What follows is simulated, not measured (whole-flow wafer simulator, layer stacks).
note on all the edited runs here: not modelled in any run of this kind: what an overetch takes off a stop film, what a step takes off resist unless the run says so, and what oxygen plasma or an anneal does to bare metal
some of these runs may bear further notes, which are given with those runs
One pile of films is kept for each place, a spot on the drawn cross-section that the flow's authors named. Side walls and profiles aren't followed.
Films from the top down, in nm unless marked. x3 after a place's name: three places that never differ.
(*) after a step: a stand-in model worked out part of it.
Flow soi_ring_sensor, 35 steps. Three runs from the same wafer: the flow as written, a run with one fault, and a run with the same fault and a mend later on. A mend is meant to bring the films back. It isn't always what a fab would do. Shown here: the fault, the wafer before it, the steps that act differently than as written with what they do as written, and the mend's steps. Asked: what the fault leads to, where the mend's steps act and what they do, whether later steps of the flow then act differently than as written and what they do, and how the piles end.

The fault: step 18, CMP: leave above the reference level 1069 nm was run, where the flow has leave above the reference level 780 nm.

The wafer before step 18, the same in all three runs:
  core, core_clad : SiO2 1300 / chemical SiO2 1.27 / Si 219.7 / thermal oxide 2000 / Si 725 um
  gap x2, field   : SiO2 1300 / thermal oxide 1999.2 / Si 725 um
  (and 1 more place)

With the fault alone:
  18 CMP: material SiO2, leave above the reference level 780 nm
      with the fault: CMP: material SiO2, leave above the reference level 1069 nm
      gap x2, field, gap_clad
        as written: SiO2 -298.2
        with the fault: SiO2 -9.24
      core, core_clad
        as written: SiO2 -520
        with the fault: SiO2 -231
  Later steps of the flow that act differently than as written:
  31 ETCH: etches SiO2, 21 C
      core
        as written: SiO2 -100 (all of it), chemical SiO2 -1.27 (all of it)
        with the fault: SiO2 -389 (all of it), chemical SiO2 -1.27 (all of it)
  At the end the piles differ from the flow's by more than 2% or 0.5 nm, whichever is larger, at field, core_clad.
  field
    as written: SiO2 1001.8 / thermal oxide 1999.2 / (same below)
    with the fault: SiO2 1290.8 / thermal oxide 1999.2 / (same below)
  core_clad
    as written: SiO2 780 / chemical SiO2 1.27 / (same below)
    with the fault: SiO2 1069 / chemical SiO2 1.27 / (same below)

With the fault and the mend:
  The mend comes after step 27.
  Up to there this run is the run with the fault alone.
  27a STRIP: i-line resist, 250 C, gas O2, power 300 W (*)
      field, core_clad, gap_clad
        i-line resist -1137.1 (all of it)
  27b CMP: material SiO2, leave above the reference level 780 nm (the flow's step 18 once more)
      core, gap x2, field, core_clad, gap_clad
        SiO2 -289
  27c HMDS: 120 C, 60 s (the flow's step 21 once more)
      changes no film at any place that is followed
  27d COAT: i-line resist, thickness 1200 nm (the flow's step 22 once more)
      core, gap x2, field, core_clad, gap_clad
        i-line resist +1200 (new film)
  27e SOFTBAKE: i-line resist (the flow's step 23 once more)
      changes no film at any place that is followed
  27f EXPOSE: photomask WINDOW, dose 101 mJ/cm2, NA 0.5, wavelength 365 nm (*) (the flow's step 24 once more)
      changes no film at any place that is followed
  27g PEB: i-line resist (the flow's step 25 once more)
      core, gap x2, field, core_clad, gap_clad
        i-line resist -62.8
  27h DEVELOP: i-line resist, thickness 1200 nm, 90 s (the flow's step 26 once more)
      core, gap x2
        i-line resist -1137.2 (all of it)
      field, core_clad, gap_clad
        i-line resist -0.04
  No later step of the flow acts differently than as written at any place that is followed.
  At the end the piles are the same as the flow's at every place that both follow.
